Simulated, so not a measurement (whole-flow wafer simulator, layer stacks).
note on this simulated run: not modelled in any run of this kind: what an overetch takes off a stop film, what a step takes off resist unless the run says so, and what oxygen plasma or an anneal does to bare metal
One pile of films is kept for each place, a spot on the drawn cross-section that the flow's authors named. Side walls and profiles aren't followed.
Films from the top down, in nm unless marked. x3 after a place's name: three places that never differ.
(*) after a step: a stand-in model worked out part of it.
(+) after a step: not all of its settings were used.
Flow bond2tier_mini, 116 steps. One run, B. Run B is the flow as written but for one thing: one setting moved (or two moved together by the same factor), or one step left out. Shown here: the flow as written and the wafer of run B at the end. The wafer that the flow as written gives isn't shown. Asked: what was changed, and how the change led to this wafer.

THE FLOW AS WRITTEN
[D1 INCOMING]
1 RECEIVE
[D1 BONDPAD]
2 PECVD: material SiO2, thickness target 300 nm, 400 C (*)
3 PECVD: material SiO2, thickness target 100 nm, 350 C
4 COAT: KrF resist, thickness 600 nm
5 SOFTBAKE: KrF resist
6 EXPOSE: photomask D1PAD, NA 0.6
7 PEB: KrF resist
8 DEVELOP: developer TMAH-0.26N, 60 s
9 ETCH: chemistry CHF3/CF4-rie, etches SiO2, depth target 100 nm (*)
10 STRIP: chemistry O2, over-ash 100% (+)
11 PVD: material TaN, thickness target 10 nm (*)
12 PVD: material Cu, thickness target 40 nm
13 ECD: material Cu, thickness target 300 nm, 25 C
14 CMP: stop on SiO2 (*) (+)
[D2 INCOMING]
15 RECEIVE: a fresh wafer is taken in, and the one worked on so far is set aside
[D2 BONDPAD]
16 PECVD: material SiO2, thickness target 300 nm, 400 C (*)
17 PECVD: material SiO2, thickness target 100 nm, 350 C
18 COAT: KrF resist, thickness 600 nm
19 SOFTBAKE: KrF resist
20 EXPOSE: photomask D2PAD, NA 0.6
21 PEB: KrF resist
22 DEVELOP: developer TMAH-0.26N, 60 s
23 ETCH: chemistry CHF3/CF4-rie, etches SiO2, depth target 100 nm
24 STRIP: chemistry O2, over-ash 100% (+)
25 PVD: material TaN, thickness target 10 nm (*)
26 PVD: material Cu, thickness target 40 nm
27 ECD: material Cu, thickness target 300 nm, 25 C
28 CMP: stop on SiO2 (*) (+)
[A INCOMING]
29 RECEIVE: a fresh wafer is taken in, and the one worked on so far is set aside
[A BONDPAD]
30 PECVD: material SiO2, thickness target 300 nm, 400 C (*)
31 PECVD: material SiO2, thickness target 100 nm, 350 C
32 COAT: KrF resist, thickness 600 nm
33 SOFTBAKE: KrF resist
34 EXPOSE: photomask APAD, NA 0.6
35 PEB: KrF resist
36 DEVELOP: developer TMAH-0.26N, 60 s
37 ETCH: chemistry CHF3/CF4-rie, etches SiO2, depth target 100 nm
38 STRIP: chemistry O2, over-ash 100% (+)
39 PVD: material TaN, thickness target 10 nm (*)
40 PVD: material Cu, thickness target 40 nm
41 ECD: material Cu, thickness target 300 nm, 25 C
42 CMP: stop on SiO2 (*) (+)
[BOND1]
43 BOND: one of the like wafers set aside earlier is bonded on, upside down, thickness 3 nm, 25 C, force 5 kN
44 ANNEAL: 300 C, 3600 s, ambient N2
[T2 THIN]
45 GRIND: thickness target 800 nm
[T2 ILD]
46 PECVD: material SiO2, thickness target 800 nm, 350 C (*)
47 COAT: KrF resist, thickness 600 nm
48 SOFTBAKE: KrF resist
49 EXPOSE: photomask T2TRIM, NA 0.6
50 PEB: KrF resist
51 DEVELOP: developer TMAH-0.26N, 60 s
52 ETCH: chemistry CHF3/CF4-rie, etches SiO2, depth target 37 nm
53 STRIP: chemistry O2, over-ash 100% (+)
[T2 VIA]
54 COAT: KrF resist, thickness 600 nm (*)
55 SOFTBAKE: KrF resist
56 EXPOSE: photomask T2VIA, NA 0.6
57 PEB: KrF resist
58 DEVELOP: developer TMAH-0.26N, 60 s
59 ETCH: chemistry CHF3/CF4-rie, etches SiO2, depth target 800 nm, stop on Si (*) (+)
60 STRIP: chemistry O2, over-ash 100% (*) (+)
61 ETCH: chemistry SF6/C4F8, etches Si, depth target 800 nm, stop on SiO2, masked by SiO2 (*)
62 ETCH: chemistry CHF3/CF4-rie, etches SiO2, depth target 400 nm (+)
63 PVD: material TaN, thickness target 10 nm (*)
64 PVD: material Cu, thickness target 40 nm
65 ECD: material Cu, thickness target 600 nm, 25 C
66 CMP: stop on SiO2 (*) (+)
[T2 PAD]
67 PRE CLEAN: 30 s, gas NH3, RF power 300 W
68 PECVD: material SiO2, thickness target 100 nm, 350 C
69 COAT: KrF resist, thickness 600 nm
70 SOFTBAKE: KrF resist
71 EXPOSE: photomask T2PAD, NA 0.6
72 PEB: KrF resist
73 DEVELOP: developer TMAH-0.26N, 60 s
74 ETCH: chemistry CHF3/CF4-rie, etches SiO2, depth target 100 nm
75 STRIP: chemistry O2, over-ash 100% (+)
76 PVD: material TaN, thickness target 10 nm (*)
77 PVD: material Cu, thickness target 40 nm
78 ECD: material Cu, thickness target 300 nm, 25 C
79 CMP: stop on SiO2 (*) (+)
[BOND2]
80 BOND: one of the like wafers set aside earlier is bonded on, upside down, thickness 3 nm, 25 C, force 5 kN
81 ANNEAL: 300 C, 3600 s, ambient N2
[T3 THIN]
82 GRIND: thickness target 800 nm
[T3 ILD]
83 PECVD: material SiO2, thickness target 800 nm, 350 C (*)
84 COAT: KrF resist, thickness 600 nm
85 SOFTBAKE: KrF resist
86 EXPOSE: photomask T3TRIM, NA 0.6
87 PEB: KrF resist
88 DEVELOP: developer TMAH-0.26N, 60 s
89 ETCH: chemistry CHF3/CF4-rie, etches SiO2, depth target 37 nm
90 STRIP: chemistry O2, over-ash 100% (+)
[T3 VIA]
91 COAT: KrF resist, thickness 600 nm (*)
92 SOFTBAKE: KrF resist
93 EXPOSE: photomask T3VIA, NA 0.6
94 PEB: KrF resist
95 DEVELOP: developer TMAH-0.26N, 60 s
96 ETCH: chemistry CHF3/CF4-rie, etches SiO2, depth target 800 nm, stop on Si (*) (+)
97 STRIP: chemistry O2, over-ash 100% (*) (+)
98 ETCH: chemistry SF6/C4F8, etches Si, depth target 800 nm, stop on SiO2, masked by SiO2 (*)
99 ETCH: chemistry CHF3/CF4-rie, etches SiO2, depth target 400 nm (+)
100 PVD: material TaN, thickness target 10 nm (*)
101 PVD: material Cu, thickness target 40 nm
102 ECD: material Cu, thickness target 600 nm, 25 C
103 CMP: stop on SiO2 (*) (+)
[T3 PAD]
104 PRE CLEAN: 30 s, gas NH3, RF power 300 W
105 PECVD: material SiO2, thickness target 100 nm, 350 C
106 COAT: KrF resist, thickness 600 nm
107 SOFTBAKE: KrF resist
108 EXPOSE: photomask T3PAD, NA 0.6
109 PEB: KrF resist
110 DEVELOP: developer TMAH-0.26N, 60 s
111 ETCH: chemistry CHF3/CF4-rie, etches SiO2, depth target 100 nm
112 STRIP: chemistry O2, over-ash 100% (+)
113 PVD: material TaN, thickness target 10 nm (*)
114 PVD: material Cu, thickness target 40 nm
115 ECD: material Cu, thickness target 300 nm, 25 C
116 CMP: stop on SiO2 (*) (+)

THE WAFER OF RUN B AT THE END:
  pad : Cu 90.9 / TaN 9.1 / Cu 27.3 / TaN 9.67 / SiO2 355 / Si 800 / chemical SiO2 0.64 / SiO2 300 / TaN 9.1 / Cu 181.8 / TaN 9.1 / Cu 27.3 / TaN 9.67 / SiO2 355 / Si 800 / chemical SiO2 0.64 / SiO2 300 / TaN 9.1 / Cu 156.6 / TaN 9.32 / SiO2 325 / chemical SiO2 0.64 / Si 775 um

The cause: step 37, ETCH: depth target 75 nm was run, where the flow has depth target 100 nm.

How the change led to this, step by step:
  37 ETCH: chemistry CHF3/CF4-rie, etches SiO2, depth target 100 nm
      pad, via: SiO2 -75 (as written it would be: SiO2 -100)
      field: KrF resist -25 (as written it would be: KrF resist -33.3)
  40 PVD: material Cu, thickness target 40 nm
      pad: Cu +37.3 (new film) (as written it would be: Cu +36.4 (new film))
  41 ECD: material Cu, thickness target 300 nm, 25 C
      pad: Cu +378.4 (as written it would be: Cu +404.5)
      via: Cu +375.1 (as written it would be: Cu +400.2)
